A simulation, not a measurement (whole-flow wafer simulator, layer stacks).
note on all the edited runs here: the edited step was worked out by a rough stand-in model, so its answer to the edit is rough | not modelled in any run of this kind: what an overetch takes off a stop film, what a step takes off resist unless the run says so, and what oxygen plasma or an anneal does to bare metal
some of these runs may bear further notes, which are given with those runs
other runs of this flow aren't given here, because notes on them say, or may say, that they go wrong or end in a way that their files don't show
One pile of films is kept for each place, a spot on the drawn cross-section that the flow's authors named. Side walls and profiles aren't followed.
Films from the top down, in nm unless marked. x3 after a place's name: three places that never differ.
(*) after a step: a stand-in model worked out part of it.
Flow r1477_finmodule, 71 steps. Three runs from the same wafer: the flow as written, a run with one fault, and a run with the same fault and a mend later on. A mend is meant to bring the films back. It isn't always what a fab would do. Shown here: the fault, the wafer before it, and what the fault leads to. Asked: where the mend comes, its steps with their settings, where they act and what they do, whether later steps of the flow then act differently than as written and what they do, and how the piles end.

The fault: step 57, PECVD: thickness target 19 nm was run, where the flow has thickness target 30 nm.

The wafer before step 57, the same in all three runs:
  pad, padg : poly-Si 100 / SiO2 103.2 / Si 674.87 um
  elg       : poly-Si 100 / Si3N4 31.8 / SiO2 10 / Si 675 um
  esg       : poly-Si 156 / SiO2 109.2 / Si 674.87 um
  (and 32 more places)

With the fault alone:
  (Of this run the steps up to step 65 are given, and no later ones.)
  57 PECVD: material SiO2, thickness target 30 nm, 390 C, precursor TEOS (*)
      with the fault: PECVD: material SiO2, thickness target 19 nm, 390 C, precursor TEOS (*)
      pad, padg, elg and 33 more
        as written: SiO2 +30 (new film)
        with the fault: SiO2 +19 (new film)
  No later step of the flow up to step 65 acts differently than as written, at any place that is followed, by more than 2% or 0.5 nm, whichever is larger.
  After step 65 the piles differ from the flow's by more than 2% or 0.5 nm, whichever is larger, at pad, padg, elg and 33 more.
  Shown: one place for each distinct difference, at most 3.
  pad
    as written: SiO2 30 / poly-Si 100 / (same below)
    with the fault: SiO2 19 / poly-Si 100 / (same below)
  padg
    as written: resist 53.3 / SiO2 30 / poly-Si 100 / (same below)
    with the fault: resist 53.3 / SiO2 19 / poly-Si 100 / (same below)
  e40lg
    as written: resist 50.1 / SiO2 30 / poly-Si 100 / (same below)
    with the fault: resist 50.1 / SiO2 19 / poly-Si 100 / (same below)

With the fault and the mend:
  The mend comes after step 64.
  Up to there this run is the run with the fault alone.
  64a STRIP: resist, chemistry O2, 60 C
      padg, elg, esg
        resist -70 (all of it)
      e40lg, e100lg, e200lg
        resist -66.9 (all of it)
      s40sg, s45sg
        resist -91 (all of it)
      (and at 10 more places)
  64b PECVD: material SiO2, thickness target 11 nm, 390 C, precursor TEOS (*) (the flow's step 57 once more, with other settings)
      pad, padg, elg and 33 more
        SiO2 +11
  64c DEHYDRATE: 150 C, 120 s (the flow's step 59 once more)
      changes no film at any place that is followed
  64d COAT: resist, thickness 70 nm (*) (the flow's step 60 once more)
      e40lg, e100lg, e200lg, elo, e40lo, e100lo, e200lo
        resist +66.9 (new film)
      pad, padg, elg, esg
        resist +70 (new film)
      s40sg, s45sg, s40so, s45so
        resist +91 (new film)
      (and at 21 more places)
  64e SOFTBAKE: 180 C, 180 s (*) (the flow's step 61 once more)
      changes no film at any place that is followed
  64f EXPOSE: resist, photomask GATE (the flow's step 62 once more)
      changes no film at any place that is followed
  64g DEVELOP (*) (the flow's step 63 once more)
      elo, e40lo, e100lo, e200lo
        resist -66.9 (all of it)
      eso, e40so
        resist -129.5 (all of it)
      s40so, s45so
        resist -91 (all of it)
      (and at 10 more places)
  No later step of the flow acts differently than as written at any place that is followed.
  At the end the piles are the same as the flow's at every place that both follow.
